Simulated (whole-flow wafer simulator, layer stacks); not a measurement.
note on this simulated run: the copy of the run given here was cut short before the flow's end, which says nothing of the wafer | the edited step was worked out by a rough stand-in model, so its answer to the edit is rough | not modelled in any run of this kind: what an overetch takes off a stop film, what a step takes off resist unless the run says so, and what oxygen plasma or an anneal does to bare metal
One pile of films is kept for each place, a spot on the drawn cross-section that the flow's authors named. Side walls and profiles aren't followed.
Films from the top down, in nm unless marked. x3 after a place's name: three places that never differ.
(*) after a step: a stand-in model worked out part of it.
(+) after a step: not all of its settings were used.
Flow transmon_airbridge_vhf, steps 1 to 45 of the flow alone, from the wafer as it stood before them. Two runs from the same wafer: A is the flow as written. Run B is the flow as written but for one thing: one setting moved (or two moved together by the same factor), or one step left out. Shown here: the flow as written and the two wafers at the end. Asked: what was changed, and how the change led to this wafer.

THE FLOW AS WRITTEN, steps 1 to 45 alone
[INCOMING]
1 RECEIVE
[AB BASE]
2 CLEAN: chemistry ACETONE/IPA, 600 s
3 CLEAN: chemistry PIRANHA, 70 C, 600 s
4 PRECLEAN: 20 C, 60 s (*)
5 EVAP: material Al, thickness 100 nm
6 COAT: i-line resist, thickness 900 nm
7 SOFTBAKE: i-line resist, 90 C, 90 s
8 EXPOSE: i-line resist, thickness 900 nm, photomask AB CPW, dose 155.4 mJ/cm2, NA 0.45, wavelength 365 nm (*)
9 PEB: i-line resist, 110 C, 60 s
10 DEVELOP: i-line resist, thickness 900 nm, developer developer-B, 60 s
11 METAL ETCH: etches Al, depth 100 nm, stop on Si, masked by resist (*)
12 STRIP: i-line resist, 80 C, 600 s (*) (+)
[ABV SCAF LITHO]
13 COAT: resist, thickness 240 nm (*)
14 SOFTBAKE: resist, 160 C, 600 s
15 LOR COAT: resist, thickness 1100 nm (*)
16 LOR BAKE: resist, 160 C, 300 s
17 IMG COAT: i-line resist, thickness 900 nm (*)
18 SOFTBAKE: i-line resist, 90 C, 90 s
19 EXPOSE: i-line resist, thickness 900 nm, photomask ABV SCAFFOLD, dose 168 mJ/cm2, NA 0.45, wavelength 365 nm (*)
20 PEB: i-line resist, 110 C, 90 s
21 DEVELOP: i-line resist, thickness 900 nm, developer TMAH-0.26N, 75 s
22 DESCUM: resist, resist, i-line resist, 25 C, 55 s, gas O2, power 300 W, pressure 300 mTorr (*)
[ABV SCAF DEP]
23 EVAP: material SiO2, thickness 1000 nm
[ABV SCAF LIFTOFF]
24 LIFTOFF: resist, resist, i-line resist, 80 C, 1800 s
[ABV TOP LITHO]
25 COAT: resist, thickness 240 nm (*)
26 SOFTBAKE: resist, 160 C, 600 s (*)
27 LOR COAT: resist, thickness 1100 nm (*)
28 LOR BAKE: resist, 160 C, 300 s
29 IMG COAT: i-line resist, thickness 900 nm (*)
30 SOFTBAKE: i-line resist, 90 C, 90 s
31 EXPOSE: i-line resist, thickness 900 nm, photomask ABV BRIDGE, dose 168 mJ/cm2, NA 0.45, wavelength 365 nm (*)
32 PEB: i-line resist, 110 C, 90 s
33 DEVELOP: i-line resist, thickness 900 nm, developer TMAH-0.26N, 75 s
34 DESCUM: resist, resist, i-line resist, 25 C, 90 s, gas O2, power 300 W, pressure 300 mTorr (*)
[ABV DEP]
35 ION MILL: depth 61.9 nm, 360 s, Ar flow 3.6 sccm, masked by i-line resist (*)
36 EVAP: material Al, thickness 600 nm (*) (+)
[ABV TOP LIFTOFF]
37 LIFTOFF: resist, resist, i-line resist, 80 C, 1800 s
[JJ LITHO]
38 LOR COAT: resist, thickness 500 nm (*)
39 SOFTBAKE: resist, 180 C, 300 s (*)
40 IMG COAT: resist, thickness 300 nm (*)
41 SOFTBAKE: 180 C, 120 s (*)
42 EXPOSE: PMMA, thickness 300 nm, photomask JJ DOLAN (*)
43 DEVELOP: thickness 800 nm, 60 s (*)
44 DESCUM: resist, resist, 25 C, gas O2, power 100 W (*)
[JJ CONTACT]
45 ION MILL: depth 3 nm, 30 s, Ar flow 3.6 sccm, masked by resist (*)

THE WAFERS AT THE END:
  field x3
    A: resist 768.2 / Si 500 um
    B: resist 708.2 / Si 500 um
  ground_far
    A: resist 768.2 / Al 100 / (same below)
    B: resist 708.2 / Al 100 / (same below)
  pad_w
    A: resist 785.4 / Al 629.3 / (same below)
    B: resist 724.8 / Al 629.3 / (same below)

The cause: step 40, IMG COAT: thickness 240 nm was run, where the flow has thickness 300 nm.

How the change led to this, step by step:
  40 IMG COAT: resist, thickness 300 nm (*)
      field x3, jj_line, ground_far, trace_open_s x2: A resist +300 | B resist +240
      pad_w, pad_e: A resist +300.1 | B resist +239.6
      (and at 8 more places)
  43 DEVELOP: thickness 800 nm, 60 s (*)
      jj_line: A resist -800 (all of it) | B resist -740 (all of it)
